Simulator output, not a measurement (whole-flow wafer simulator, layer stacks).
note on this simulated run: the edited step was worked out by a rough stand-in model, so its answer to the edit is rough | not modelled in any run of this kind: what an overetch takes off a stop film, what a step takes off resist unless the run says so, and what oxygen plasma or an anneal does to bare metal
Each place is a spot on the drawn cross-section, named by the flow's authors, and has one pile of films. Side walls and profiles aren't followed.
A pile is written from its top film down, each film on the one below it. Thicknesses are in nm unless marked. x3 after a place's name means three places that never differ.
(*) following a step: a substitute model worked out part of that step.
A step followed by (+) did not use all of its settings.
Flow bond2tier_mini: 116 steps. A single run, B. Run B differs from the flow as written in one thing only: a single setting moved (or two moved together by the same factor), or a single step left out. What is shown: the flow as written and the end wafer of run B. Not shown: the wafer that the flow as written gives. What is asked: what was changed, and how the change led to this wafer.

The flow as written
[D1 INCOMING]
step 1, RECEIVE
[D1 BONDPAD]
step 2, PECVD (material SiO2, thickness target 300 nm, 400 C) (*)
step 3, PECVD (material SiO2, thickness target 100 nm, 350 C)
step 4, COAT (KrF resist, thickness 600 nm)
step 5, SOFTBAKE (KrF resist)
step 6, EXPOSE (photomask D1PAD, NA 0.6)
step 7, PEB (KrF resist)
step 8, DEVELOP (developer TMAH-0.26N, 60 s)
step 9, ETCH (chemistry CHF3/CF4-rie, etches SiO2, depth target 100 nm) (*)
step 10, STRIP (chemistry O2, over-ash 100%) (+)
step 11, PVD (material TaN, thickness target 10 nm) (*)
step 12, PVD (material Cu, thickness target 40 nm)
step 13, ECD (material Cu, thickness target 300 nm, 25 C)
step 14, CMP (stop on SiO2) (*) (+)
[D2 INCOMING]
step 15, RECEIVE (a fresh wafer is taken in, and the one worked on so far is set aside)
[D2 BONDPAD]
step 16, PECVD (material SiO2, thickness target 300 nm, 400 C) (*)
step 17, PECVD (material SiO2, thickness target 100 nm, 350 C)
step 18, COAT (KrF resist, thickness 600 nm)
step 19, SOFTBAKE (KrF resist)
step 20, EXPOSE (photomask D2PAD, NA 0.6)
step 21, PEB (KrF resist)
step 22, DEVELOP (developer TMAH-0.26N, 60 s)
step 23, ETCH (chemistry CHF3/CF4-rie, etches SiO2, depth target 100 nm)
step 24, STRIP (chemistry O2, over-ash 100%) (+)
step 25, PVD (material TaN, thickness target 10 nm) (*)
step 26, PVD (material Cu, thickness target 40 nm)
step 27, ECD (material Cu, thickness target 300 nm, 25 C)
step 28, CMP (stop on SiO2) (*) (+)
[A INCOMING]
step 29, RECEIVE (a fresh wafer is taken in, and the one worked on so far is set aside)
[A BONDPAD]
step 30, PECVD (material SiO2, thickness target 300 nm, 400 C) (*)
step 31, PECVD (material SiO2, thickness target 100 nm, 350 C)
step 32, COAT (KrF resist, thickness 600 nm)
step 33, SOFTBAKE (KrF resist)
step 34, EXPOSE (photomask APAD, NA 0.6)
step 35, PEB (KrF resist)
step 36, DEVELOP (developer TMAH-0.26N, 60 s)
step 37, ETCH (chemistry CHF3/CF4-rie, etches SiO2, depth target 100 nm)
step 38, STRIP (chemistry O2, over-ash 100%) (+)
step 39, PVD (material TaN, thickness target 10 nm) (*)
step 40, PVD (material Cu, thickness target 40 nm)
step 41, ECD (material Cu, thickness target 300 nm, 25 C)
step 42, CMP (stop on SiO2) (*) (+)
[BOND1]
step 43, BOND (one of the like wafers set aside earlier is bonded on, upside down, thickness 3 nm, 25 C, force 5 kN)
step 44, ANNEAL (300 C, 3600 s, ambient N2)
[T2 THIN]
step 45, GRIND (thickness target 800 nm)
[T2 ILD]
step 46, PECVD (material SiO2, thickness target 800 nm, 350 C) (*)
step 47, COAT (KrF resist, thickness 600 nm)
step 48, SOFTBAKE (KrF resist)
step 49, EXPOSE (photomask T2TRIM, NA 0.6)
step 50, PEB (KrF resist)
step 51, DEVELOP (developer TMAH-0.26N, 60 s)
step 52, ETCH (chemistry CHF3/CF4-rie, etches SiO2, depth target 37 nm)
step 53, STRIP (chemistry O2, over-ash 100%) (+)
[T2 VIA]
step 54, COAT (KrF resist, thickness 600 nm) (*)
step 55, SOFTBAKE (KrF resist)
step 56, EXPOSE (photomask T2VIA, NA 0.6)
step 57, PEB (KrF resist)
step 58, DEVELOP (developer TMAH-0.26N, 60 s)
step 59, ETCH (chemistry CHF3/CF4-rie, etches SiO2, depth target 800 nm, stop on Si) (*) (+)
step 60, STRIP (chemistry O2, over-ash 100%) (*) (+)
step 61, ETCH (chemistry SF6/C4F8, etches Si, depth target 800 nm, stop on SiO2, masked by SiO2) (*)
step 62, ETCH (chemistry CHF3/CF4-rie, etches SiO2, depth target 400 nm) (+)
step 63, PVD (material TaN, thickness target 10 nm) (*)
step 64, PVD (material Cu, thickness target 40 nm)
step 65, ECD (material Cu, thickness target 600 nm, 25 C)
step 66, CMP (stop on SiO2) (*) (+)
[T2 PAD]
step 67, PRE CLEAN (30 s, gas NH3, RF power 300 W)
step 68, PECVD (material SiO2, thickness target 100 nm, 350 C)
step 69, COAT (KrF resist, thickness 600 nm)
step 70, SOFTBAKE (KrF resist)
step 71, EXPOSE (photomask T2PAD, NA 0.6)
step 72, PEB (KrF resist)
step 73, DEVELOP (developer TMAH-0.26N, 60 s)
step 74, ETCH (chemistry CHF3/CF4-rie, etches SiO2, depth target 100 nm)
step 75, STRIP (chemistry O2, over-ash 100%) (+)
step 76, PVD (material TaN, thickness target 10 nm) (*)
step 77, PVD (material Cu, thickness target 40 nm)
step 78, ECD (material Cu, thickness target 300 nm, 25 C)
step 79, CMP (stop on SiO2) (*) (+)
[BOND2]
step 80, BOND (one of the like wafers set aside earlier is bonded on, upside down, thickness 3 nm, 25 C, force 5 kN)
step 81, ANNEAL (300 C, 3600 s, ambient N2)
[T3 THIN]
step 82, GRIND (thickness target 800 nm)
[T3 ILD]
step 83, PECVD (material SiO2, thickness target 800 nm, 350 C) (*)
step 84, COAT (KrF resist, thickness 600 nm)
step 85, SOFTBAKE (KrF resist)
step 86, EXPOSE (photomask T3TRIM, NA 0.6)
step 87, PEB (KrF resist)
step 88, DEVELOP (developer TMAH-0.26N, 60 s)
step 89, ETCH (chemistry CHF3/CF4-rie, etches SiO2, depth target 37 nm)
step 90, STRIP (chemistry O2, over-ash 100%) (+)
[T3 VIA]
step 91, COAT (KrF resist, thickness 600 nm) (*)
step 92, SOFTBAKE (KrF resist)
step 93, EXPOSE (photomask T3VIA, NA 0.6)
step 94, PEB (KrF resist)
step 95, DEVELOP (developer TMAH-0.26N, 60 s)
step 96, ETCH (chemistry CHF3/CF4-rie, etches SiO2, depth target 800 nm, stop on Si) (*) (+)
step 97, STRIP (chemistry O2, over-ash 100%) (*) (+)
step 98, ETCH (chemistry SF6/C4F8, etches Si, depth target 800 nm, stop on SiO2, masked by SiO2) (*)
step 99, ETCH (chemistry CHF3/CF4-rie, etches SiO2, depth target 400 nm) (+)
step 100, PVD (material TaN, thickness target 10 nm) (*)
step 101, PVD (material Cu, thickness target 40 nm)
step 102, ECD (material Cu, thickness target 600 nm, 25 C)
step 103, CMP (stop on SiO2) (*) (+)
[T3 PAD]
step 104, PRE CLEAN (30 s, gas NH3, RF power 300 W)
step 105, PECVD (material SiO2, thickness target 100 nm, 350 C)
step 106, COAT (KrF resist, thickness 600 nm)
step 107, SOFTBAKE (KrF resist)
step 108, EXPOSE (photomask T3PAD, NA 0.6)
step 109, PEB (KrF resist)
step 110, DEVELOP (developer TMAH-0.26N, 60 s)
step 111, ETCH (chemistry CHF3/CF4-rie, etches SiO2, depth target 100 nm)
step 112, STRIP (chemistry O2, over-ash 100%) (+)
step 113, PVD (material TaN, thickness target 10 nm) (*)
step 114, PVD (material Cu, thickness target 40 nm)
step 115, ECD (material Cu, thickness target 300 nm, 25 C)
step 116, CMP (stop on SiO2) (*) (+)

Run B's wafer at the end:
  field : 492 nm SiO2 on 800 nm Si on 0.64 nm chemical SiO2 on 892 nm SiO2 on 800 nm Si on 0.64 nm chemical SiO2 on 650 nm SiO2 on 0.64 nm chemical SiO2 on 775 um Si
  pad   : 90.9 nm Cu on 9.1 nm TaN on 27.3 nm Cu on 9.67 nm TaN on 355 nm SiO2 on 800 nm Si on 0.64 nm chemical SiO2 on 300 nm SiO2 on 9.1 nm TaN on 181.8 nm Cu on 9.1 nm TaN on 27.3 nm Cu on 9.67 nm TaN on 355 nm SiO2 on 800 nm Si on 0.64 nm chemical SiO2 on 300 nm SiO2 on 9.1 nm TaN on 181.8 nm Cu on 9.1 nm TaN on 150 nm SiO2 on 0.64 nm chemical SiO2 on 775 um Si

The reason: step 30, PECVD: thickness target 150 nm was run, whereas the flow has thickness target 300 nm.
The wafer lets one read it off: pad has SiO2 150, and step 30 as written asks for 300 nm.

How this came from the change, step by step:
  step 30, PECVD (material SiO2, thickness target 300 nm, 400 C) (*)
      field, pad, via: SiO2 gains 150 (new film) (as written it would have been: SiO2 gains 300 (new film))
